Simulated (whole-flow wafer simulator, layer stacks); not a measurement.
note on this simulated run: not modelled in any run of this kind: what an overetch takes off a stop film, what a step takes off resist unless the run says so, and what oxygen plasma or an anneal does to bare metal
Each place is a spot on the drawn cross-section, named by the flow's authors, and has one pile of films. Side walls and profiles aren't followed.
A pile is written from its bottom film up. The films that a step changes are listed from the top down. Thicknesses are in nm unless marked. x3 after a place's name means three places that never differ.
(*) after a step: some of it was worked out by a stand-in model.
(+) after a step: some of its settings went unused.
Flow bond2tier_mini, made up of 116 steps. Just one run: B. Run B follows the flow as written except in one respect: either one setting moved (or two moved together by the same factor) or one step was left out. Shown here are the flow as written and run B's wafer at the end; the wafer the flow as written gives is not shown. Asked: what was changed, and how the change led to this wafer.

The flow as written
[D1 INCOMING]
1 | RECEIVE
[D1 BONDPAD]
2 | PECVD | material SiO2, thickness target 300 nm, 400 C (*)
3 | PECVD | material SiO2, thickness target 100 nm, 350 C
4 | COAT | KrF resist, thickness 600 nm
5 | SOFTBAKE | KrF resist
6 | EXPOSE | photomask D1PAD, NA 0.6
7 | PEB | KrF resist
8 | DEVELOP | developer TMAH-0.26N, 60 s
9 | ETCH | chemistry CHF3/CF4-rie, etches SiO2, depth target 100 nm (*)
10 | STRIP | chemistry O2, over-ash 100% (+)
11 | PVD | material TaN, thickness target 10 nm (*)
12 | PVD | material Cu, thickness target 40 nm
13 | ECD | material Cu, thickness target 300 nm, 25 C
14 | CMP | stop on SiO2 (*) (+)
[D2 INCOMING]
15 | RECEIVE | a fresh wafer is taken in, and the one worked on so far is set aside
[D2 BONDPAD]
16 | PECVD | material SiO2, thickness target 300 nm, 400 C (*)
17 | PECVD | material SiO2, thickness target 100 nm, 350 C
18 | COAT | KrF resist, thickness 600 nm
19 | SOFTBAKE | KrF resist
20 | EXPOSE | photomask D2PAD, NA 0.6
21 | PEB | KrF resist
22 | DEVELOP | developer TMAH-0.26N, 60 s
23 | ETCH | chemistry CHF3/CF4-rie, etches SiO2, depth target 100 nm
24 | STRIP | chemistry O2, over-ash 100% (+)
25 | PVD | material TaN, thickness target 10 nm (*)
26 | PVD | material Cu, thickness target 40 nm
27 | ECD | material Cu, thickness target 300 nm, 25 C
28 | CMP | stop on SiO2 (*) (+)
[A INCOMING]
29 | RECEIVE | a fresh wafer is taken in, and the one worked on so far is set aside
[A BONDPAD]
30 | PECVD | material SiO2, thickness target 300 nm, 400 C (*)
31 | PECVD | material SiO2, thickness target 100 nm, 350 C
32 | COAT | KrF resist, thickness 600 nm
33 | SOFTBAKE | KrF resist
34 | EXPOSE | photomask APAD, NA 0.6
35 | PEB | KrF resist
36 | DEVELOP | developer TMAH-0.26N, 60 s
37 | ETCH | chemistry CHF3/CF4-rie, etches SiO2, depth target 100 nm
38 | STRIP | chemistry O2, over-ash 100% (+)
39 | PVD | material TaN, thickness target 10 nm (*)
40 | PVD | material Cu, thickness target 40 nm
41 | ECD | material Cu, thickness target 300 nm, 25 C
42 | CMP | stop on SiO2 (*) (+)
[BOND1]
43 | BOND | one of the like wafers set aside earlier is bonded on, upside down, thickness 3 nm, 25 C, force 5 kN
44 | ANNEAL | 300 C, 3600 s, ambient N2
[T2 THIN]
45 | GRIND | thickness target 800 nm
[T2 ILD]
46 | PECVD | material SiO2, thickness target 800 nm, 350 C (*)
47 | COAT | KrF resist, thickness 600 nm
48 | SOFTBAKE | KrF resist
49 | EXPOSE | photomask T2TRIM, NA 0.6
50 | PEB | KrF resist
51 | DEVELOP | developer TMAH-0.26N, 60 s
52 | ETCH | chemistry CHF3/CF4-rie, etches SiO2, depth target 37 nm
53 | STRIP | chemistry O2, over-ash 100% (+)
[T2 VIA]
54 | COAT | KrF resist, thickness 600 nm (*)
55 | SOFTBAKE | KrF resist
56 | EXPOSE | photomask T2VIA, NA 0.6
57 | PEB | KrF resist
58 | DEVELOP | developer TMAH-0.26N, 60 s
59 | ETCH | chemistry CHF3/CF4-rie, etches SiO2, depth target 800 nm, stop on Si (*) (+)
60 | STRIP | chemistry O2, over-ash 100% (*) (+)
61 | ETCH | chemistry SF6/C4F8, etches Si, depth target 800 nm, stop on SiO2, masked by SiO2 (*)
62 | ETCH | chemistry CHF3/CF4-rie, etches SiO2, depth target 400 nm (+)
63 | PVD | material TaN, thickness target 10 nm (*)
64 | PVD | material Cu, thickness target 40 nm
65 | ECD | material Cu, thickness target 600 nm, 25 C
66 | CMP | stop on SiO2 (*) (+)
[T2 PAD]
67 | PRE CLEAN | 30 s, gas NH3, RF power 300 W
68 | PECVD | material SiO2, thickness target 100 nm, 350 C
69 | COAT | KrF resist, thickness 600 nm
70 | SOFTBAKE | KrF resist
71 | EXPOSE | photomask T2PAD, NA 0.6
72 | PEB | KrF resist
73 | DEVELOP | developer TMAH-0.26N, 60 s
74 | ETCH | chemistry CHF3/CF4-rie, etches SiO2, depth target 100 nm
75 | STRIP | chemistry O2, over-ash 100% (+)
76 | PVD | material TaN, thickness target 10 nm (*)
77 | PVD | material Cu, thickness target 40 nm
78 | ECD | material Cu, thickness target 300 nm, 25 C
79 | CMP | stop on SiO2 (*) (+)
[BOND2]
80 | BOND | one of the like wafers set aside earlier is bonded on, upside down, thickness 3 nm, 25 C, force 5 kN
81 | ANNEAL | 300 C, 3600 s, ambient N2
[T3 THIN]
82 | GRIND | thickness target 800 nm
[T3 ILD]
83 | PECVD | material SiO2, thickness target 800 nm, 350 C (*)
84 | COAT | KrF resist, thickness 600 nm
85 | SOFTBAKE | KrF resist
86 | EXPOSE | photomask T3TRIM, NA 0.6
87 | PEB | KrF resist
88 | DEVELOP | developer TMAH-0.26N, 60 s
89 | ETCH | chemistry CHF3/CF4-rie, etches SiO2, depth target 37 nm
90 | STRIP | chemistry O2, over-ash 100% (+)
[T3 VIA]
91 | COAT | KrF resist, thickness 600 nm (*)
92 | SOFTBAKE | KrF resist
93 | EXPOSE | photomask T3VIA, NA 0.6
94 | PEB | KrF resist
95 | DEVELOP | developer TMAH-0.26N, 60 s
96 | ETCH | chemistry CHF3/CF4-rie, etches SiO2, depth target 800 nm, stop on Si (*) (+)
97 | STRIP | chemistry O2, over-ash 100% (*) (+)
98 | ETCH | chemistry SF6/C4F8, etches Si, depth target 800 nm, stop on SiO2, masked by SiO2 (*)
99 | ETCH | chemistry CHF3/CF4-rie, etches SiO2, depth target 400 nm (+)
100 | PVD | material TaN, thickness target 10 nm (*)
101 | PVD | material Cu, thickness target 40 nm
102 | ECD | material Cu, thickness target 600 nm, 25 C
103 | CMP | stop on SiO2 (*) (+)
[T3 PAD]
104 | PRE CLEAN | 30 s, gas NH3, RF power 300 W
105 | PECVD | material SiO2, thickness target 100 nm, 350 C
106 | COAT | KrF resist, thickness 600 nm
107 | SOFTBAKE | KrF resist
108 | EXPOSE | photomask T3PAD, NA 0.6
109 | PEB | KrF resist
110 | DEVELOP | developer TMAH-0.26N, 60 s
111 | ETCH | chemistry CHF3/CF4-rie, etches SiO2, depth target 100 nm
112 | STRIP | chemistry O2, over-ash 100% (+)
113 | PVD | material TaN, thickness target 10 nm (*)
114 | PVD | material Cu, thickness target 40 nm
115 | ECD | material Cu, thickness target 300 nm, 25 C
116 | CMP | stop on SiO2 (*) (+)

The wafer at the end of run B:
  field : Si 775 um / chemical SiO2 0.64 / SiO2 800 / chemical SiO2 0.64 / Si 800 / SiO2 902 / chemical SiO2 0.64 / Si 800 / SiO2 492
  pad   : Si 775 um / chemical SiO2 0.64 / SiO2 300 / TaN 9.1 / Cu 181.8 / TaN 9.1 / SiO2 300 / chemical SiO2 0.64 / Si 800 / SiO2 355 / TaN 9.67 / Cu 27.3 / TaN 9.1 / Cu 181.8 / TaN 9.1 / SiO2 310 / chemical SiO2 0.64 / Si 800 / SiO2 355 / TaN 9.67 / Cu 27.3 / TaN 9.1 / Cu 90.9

What caused this: step 17, PECVD: thickness target 110 nm was run, whereas the flow has thickness target 100 nm.

How this came from the change, step by step:
  17 | PECVD | material SiO2, thickness target 100 nm, 350 C
      field, pad, via: SiO2 gains 110 (it would be, as written: SiO2 gains 100)
  80 | BOND | one of the like wafers set aside earlier is bonded on, upside down, thickness 3 nm, 25 C, force 5 kN
      field: Si gains 775 um (new film), chemical SiO2 gains 0.64 (new film), SiO2 gains 410 (it would be, as written: Si gains 775 um (new film), chemical SiO2 gains 0.64 (new film), SiO2 gains 400)
      pad: Si gains 775 um (new film), chemical SiO2 gains 0.64 (new film), SiO2 gains 310 (new film), TaN gains 9.1 (new film), Cu gains 90.9 (it would be, as written: Si gains 775 um (new film), chemical SiO2 gains 0.64 (new film), SiO2 gains 300 (new film), TaN gains 9.1 (new film), Cu gains 90.9)
